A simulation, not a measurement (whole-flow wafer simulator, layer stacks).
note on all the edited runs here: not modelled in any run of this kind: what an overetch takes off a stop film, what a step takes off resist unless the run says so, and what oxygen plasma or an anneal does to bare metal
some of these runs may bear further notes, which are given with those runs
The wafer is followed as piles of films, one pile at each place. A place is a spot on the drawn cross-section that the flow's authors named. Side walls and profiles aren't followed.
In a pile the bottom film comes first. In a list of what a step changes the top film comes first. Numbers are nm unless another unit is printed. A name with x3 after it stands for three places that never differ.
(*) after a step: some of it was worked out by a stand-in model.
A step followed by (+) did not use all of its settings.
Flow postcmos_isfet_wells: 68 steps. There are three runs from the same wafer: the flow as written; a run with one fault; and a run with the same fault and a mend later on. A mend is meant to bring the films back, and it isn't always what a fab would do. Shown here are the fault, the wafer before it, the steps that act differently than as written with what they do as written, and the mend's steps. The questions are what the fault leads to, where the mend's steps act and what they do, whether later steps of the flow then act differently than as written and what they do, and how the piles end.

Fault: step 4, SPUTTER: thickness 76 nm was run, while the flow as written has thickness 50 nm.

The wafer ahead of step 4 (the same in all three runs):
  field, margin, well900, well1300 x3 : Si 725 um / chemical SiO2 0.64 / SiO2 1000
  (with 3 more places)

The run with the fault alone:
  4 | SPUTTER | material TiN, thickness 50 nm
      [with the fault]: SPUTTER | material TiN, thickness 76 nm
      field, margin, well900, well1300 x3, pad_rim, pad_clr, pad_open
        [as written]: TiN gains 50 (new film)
        [with the fault]: TiN gains 76 (new film)
  Steps further on in the flow that do not act as written (1 more step, not shown, differs only slightly: by at most 2% or 0.5 nm, whichever is larger):
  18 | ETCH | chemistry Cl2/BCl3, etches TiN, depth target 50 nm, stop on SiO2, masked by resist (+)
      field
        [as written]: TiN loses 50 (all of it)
        [with the fault]: TiN loses 50
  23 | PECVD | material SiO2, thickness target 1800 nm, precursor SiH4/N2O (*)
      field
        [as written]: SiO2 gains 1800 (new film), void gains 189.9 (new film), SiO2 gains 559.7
        [with the fault]: SiO2 gains 1800 (new film), void gains 190.2 (new film), SiO2 gains 559.8 (new film)
  At field, margin, well900, well1300 x3, pad_rim, pad_clr, pad_open, the piles at the end differ from the flow's by more than 2% or 0.5 nm, whichever is larger.
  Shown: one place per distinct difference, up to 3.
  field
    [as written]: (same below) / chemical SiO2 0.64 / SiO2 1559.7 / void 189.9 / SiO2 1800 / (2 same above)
    [with the fault]: (same below) / chemical SiO2 0.64 / SiO2 1000 / TiN 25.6 / SiO2 559.8 / void 190.2 / SiO2 1800 / (2 same above)
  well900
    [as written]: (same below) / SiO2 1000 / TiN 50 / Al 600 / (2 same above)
    [with the fault]: (same below) / SiO2 1000 / TiN 76 / Al 600 / (2 same above)
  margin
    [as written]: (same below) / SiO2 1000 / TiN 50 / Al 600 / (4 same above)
    [with the fault]: (same below) / SiO2 1000 / TiN 76 / Al 600 / (4 same above)

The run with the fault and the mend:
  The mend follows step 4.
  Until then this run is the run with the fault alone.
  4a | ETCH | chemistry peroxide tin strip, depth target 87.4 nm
      field, margin, well900, well1300 x3, pad_rim, pad_clr, pad_open
        TiN loses 76 (all of it)
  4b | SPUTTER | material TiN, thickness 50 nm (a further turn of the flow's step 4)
      field, margin, well900, well1300 x3, pad_rim, pad_clr, pad_open
        TiN gains 50 (new film)
  Every later step of the flow that is run acts as written at every place that is followed.
  By the end, the piles equal the flow's at every place that both follow.
